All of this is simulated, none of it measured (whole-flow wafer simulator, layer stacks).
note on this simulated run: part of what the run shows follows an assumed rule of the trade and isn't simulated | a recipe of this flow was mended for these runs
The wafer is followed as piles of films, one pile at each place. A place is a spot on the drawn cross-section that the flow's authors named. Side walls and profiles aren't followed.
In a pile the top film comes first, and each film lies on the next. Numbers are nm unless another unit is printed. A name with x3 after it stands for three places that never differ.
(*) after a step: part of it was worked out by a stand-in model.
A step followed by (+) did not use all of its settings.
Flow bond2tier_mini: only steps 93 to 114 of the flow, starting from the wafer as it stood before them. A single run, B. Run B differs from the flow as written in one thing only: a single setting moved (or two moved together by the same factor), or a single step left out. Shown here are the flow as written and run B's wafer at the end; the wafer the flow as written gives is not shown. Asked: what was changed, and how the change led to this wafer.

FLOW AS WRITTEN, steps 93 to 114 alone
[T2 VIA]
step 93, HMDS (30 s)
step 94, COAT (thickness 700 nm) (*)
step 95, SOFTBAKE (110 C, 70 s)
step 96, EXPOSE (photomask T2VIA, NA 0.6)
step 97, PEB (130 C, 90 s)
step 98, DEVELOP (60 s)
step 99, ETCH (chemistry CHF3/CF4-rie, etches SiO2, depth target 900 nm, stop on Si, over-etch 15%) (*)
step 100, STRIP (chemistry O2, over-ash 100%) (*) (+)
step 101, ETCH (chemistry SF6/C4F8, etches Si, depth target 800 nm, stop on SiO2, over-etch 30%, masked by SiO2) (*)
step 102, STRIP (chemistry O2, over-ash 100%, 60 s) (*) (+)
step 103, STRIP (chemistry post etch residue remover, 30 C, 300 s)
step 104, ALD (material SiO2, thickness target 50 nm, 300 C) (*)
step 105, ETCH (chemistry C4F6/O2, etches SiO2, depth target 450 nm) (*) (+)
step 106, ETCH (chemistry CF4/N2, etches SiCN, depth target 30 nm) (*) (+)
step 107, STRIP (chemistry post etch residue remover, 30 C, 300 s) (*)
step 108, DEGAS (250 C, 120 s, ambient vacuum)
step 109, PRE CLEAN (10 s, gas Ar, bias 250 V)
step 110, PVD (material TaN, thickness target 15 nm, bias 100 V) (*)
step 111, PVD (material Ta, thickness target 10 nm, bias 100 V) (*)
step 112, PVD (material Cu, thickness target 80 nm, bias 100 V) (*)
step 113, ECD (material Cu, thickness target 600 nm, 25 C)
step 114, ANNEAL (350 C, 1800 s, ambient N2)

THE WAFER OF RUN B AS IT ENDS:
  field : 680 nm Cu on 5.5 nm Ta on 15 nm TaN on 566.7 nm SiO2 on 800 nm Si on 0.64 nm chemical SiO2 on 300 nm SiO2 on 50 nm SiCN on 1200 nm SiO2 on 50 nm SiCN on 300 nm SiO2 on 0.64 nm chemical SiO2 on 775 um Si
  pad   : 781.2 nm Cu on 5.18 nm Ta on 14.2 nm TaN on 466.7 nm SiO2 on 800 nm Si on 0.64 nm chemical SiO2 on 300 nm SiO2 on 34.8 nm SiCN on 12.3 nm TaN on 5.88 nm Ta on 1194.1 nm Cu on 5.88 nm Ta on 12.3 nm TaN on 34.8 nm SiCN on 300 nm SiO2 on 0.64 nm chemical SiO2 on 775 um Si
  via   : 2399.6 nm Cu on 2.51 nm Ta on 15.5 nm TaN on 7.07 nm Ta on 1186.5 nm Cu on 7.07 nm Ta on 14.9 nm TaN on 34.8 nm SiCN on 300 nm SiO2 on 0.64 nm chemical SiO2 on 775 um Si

The reason: step 111, PVD: thickness target 5.5 nm was run, though the flow has thickness target 10 nm.
The wafer itself shows it: field has Ta 5.5, and step 111 as written asks for 10 nm.

The path from the change to this, step by step:
  step 111, PVD (material Ta, thickness target 10 nm, bias 100 V) (*)
      field: Ta gains 5.5 (new film) (in the flow as written it would be: Ta gains 10 (new film))
      pad: Ta gains 5.18 (new film) (in the flow as written it would be: Ta gains 9.42 (new film))
      (and at 1 other place as well)
